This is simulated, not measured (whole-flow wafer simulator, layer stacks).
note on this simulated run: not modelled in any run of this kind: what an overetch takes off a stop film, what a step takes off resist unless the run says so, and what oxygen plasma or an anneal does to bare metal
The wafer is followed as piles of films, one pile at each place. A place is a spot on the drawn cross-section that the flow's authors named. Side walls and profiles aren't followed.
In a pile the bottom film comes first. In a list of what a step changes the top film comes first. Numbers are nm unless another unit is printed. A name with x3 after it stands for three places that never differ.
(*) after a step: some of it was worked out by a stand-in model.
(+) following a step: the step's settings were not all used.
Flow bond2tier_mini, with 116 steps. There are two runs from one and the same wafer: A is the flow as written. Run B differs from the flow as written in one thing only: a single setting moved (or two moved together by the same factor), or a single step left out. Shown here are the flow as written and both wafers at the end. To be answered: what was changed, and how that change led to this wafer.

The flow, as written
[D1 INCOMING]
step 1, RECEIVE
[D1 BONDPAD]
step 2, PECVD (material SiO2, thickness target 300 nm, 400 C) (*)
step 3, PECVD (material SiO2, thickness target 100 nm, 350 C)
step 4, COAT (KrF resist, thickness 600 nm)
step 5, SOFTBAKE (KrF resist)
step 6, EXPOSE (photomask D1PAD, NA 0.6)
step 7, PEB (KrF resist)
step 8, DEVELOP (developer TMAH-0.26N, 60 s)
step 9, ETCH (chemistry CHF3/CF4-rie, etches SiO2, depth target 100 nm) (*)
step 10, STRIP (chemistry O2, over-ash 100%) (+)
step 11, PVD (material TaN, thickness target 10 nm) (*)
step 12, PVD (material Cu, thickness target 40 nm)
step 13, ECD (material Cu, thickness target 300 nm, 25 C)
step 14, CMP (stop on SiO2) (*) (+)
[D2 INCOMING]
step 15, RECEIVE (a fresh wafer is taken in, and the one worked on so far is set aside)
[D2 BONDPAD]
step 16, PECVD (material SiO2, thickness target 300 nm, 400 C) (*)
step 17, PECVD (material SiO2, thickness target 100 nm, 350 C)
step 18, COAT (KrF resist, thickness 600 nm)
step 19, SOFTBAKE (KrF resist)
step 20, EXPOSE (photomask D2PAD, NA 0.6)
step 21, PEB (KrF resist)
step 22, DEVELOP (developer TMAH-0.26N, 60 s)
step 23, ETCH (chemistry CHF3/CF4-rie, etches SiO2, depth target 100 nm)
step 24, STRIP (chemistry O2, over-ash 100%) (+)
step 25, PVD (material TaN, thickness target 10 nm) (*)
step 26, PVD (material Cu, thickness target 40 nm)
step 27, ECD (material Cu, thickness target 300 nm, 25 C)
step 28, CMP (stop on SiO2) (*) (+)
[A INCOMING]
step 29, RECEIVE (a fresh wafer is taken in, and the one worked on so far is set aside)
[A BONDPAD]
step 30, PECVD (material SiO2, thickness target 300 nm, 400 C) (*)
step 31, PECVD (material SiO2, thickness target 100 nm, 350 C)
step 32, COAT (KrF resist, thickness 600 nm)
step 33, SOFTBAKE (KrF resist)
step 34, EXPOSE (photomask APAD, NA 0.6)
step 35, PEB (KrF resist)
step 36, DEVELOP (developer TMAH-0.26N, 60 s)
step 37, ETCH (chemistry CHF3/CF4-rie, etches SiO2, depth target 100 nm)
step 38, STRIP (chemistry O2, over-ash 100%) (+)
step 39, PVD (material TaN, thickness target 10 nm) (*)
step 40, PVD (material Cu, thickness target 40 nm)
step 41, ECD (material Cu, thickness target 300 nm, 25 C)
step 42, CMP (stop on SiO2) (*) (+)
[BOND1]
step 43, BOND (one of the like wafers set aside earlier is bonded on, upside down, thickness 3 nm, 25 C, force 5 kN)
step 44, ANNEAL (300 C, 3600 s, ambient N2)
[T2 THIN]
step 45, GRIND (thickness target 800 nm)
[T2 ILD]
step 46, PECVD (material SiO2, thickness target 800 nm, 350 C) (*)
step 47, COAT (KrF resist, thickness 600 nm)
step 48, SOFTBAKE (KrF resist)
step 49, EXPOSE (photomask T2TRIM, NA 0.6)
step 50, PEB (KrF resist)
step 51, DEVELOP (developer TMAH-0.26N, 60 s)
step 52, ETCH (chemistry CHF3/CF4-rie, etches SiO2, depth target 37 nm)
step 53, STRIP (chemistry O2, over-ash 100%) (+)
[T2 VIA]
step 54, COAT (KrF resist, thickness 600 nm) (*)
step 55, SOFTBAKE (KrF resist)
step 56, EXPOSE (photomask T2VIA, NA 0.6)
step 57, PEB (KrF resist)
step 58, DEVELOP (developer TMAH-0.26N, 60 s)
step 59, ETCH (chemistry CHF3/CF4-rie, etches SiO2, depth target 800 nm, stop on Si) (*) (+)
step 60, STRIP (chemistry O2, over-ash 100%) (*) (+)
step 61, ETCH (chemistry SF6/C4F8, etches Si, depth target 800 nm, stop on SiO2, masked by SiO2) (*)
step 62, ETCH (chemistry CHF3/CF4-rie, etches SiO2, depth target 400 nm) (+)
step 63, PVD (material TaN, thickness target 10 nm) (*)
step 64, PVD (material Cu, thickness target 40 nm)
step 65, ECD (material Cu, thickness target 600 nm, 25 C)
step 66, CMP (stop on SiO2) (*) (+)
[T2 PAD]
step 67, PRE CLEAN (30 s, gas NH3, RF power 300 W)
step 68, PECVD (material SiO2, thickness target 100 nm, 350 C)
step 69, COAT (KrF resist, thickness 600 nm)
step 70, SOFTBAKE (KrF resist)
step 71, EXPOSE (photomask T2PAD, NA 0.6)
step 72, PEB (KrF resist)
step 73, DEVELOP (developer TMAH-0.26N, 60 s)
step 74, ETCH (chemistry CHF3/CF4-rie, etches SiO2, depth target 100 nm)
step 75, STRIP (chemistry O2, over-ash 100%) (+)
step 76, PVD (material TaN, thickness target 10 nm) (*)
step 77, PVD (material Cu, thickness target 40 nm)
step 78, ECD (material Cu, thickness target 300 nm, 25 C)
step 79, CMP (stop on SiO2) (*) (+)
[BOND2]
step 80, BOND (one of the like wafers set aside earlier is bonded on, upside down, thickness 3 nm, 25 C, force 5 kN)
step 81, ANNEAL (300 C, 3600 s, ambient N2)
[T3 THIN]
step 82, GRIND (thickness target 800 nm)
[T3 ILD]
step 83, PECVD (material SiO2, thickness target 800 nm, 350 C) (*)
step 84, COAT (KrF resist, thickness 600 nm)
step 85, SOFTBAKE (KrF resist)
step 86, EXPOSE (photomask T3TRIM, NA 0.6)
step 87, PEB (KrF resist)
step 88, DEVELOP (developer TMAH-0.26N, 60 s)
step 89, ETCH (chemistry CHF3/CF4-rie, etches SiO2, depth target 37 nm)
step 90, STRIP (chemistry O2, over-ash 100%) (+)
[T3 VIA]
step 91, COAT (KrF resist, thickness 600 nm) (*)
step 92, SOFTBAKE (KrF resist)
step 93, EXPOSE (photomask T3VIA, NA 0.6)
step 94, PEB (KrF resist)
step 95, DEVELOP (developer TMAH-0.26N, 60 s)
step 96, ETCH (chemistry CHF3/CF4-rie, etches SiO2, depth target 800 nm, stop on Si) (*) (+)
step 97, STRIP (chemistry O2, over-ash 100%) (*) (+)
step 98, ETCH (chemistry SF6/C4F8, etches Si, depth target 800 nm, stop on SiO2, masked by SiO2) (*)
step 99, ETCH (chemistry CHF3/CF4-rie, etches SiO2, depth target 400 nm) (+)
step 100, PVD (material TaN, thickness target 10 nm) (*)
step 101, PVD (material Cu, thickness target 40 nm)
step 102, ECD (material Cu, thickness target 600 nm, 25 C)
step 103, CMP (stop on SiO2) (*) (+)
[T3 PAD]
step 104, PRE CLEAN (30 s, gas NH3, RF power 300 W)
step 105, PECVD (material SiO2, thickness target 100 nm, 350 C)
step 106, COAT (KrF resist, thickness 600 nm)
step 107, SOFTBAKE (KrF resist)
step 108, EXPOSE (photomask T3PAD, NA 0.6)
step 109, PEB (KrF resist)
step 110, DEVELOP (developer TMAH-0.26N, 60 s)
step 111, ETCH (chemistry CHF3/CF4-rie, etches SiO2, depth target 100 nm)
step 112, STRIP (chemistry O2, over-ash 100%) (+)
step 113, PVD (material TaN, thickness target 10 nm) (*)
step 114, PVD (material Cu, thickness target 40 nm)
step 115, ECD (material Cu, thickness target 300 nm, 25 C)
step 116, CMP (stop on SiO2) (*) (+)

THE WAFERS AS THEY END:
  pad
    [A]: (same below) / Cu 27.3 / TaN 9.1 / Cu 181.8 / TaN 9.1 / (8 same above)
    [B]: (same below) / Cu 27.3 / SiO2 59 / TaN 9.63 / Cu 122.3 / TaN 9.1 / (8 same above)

The reason: step 74, ETCH: depth target 41 nm was run, though the flow has depth target 100 nm.

Step by step, how the change led to this:
  step 74, ETCH (chemistry CHF3/CF4-rie, etches SiO2, depth target 100 nm)
      pad: A SiO2 loses 100 (all of it) | B SiO2 loses 41
      field: A KrF resist loses 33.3 | B KrF resist loses 13.7
  step 75, STRIP (chemistry O2, over-ash 100%) (+)
      field: A KrF resist loses 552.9 (all of it) | B KrF resist loses 572.6 (all of it)
  step 76, PVD (material TaN, thickness target 10 nm) (*)
      pad: A TaN gains 9.1 (new film) | B TaN gains 9.63 (new film)
  step 77, PVD (material Cu, thickness target 40 nm)
      pad: A Cu gains 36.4 (new film) | B Cu gains 38.5 (new film)
  step 78, ECD (material Cu, thickness target 300 nm, 25 C)
      pad: A Cu gains 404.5 | B Cu gains 342.9
With metal films that touch counted as one body, pad has 4 bodies (between them, from the top down: SiO2 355 / Si 800 / chemical SiO2 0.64 / SiO2 300; SiO2 59; SiO2 355 / Si 800 / chemical SiO2 0.64 / SiO2 300); the flow as written gives 3 bodies (between them, from the top down: SiO2 355 / Si 800 / chemical SiO2 0.64 / SiO2 300; SiO2 355 / Si 800 / chemical SiO2 0.64 / SiO2 300).
